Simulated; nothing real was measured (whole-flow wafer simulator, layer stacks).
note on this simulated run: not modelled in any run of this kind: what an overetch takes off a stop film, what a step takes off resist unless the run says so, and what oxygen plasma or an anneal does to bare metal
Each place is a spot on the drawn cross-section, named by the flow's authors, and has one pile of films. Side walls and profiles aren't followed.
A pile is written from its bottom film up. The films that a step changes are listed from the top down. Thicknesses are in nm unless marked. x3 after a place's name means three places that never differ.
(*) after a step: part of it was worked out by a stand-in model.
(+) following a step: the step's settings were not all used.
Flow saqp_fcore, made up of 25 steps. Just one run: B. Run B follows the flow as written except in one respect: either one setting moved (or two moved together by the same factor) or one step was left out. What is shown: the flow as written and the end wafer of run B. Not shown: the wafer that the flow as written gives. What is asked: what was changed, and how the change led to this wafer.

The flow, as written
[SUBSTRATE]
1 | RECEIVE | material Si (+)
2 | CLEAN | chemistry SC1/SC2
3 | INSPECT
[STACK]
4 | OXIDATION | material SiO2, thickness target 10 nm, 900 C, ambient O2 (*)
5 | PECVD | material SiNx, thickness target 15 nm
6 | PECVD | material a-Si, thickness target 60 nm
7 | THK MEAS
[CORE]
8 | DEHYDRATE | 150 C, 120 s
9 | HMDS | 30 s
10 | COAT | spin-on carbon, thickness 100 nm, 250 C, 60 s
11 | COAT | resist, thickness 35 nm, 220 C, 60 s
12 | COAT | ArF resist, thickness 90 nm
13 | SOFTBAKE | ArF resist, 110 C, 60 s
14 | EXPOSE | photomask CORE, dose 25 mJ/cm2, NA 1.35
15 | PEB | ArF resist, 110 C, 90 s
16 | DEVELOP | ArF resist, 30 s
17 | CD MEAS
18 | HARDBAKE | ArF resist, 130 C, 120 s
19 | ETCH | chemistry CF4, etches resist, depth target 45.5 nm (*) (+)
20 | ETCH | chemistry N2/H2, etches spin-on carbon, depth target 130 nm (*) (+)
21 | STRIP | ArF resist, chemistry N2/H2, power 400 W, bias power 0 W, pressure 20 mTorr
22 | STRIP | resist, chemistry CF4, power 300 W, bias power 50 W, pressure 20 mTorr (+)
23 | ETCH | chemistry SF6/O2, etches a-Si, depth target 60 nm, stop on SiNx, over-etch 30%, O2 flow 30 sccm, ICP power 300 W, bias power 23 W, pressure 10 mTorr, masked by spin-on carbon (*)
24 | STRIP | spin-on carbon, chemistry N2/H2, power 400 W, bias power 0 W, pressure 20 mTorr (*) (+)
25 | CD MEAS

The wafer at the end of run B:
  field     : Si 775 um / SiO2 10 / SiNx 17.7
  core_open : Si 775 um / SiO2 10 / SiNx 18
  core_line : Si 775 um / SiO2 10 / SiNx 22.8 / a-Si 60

What caused this: step 5, PECVD: thickness target 22.8 nm was run, though the flow has thickness target 15 nm.
The wafer lets one read it off: core_line has SiNx 22.8, and step 5 as written asks for 15 nm.

How this came from the change, step by step:
  5 | PECVD | material SiNx, thickness target 15 nm
      field, core_open, core_line: +22.8 SiNx (new film) (as written it would have been: +15 SiNx (new film))
